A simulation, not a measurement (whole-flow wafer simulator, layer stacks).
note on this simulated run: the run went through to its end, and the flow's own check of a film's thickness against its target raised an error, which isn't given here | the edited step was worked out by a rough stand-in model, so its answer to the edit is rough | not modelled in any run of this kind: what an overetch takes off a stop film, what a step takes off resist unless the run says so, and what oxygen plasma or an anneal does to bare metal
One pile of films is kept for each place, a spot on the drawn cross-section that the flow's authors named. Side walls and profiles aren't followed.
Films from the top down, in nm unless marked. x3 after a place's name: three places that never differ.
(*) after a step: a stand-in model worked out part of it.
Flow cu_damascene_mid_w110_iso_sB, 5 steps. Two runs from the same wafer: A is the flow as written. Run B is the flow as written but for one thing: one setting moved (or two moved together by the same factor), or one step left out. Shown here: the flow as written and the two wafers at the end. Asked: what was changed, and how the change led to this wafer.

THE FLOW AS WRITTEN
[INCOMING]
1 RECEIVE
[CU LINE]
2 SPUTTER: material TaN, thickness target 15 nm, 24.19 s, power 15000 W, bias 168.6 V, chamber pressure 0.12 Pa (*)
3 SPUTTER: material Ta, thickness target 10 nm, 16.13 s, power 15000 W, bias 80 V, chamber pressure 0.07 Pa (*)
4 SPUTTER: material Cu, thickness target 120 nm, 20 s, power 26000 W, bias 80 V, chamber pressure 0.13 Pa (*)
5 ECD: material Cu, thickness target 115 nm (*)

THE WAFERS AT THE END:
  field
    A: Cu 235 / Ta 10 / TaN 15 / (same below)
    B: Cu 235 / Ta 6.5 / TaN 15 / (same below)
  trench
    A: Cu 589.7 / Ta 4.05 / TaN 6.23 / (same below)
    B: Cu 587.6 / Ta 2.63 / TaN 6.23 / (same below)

The cause: step 3, SPUTTER: thickness target 6.5 nm was run, where the flow has thickness target 10 nm; step 3, SPUTTER: 10.48 s was run, where the flow has 16.13 s.
It can be read off the wafer: field has Ta 6.5, and step 3 as written asks for 10 nm.

How the change led to this, step by step:
  3 SPUTTER: material Ta, thickness target 10 nm, 16.13 s, power 15000 W, bias 80 V, chamber pressure 0.07 Pa (*)
      field: A Ta +10 (new film) | B Ta +6.5 (new film)
      trench: A Ta +4.05 (new film) | B Ta +2.63 (new film)
